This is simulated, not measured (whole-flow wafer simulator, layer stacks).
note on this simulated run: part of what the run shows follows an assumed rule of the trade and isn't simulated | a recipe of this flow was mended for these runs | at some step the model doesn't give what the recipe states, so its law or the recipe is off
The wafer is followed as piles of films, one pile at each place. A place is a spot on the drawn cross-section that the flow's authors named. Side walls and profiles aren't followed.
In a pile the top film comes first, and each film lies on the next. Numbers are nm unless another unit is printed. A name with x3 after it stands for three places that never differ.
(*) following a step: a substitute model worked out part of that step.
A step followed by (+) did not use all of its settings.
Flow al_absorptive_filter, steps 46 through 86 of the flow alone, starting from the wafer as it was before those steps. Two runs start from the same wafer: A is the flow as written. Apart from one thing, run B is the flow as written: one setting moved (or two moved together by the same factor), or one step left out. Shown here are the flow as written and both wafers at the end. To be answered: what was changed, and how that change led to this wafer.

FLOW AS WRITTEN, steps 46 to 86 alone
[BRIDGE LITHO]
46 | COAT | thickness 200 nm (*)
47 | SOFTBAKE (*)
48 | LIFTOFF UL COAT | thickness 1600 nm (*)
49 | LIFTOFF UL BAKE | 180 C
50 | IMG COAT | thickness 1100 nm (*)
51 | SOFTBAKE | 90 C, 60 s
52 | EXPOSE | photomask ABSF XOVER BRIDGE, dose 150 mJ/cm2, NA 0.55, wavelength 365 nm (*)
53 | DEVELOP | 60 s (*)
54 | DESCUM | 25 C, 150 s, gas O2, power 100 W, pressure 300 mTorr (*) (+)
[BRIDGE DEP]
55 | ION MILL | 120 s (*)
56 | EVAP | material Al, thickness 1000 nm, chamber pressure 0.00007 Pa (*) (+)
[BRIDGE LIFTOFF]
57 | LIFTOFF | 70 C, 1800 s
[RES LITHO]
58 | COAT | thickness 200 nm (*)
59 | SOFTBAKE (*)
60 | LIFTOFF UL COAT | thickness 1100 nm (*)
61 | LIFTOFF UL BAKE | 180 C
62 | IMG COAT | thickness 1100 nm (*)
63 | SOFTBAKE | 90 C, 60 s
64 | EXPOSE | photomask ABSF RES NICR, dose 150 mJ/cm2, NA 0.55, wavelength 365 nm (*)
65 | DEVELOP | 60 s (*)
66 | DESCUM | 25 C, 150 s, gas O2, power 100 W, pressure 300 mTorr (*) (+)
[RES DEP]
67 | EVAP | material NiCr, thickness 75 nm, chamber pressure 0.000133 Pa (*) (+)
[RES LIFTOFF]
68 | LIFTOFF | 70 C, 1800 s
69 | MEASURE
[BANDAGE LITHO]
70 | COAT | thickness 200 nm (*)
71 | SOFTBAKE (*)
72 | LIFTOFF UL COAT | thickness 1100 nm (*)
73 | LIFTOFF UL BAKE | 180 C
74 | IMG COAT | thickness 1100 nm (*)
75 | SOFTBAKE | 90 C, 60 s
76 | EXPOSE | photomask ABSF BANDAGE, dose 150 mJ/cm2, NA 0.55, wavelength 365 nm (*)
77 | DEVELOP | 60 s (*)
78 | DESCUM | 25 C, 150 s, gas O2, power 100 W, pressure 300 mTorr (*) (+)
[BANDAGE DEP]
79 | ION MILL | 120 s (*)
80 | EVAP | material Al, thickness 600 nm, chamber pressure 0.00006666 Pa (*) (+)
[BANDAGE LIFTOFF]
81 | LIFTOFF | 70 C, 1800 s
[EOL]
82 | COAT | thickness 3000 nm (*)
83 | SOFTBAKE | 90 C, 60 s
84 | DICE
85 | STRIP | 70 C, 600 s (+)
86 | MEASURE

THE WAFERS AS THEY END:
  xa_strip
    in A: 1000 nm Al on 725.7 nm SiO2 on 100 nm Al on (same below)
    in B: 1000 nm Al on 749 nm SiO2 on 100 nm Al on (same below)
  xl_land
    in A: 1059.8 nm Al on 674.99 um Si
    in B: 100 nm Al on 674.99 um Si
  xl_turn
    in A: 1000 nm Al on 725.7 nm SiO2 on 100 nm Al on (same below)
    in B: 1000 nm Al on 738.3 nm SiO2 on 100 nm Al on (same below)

What caused this: step 54, DESCUM: 71 s was run, while the flow as written has 150 s.

How this came from the change, step by step:
  54 | DESCUM | 25 C, 150 s, gas O2, power 100 W, pressure 300 mTorr (*) (+)
      xa_strip: A -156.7 acrylic-e-beam-resist (all of it) | B -124.1 acrylic-e-beam-resist
      xl_land: A -218.5 acrylic-e-beam-resist (all of it) | B -124.1 acrylic-e-beam-resist
      (also at 11 further places)
  55 | ION MILL | 120 s (*)
      xa_strip: A -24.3 SiO2 | B -32.6 acrylic-e-beam-resist (all of it), -0.97 SiO2
      xl_land: A -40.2 Al | B -34 acrylic-e-beam-resist
      (also at 1 further place)
  56 | EVAP | material Al, thickness 1000 nm, chamber pressure 0.00007 Pa (*) (+)
      xl_land: A +1000 Al | B +1000 Al (new film)
  57 | LIFTOFF | 70 C, 1800 s
      xl_land: A nothing | B -1000 Al (all of it), -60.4 acrylic-e-beam-resist (all of it)
      gnd, xa_field, idc_field: A -1000 Al (all of it), -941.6 i-line-resist (all of it), -1600 lift-off-underlayer (all of it), -200 acrylic-e-beam-resist (all of it) | B -1000 Al (all of it), -1010.7 i-line-resist (all of it), -1600 lift-off-underlayer (all of it), -200 acrylic-e-beam-resist (all of it)
      (also at 7 further places)
  58 | COAT | thickness 200 nm (*)
      xl_gap: A +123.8 acrylic-e-beam-resist (new film) | B +57 acrylic-e-beam-resist (new film)
      xl_turn: A +146.6 acrylic-e-beam-resist (new film) | B +79.2 acrylic-e-beam-resist (new film)
  60 | LIFTOFF UL COAT | thickness 1100 nm (*)
      xl_gap: A +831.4 lift-off-underlayer (new film) | B +507.3 lift-off-underlayer (new film)
      xl_turn: A +781.4 lift-off-underlayer (new film) | B +547.4 lift-off-underlayer (new film)
  62 | IMG COAT | thickness 1100 nm (*)
      xl_gap: A +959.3 i-line-resist (new film) | B +686.7 i-line-resist (new film)
      xl_turn: A +903.5 i-line-resist (new film) | B +567.1 i-line-resist (new film)
  63 | SOFTBAKE | 90 C, 60 s
      xl_gap: A -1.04 i-line-resist | B -3.22 i-line-resist
      xl_turn: A -2.67 i-line-resist | B -4.4 i-line-resist
  68 | LIFTOFF | 70 C, 1800 s
      xa_strip: A -75 NiCr (all of it), -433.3 i-line-resist (all of it), -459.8 lift-off-underlayer (all of it), -66.9 acrylic-e-beam-resist (all of it) | B -75 NiCr (all of it), -424 i-line-resist (all of it), -454.1 lift-off-underlayer (all of it), -65.8 acrylic-e-beam-resist (all of it)
      xl_gap: A -75 NiCr (all of it), -818.3 i-line-resist (all of it), -831.4 lift-off-underlayer (all of it), -123.8 acrylic-e-beam-resist (all of it) | B -75 NiCr (all of it), -543.6 i-line-resist (all of it), -507.3 lift-off-underlayer (all of it), -57 acrylic-e-beam-resist (all of it)
      (also at 1 further place)
  70 | COAT | thickness 200 nm (*)
      xl_gap: A +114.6 acrylic-e-beam-resist (new film) | B +68.3 acrylic-e-beam-resist (new film)
      xl_turn: A +144.3 acrylic-e-beam-resist (new film) | B +80.5 acrylic-e-beam-resist (new film)
  72 | LIFTOFF UL COAT | thickness 1100 nm (*)
      xl_gap: A +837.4 lift-off-underlayer (new film) | B +510.1 lift-off-underlayer (new film)
      xl_turn: A +781 lift-off-underlayer (new film) | B +562.2 lift-off-underlayer (new film)
  74 | IMG COAT | thickness 1100 nm (*)
      xl_gap: A +959.2 i-line-resist (new film) | B +681.1 i-line-resist (new film)
      xl_turn: A +902.8 i-line-resist (new film) | B +560.4 i-line-resist (new film)
  75 | SOFTBAKE | 90 C, 60 s
      xl_gap: A -1.04 i-line-resist | B -3.24 i-line-resist
      xl_turn: A -2.67 i-line-resist | B -4.37 i-line-resist
  81 | LIFTOFF | 70 C, 1800 s
      xa_strip: A -600 Al (all of it), -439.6 i-line-resist (all of it), -459.8 lift-off-underlayer (all of it), -66.9 acrylic-e-beam-resist (all of it) | B -600 Al (all of it), -430.3 i-line-resist (all of it), -454.1 lift-off-underlayer (all of it), -65.8 acrylic-e-beam-resist (all of it)
      xl_gap: A -600 Al (all of it), -824.6 i-line-resist (all of it), -837.4 lift-off-underlayer (all of it), -114.6 acrylic-e-beam-resist (all of it) | B -600 Al (all of it), -544.3 i-line-resist (all of it), -510.1 lift-off-underlayer (all of it), -68.3 acrylic-e-beam-resist (all of it)
      (also at 1 further place)
  82 | COAT | thickness 3000 nm (*)
      xl_gap: A +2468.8 i-line-resist (new film) | B +1729.4 i-line-resist (new film)
      xl_turn: A +2382.6 i-line-resist (new film) | B +1652.4 i-line-resist (new film)
  83 | SOFTBAKE | 90 C, 60 s
      xl_gap: A -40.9 i-line-resist | B -103.8 i-line-resist
      xl_turn: A -52 i-line-resist | B -128.5 i-line-resist
  85 | STRIP | 70 C, 600 s (+)
      xl_gap: A -2427.9 i-line-resist (all of it) | B -1625.6 i-line-resist (all of it)
      xl_turn: A -2330.6 i-line-resist (all of it) | B -1523.9 i-line-resist (all of it)
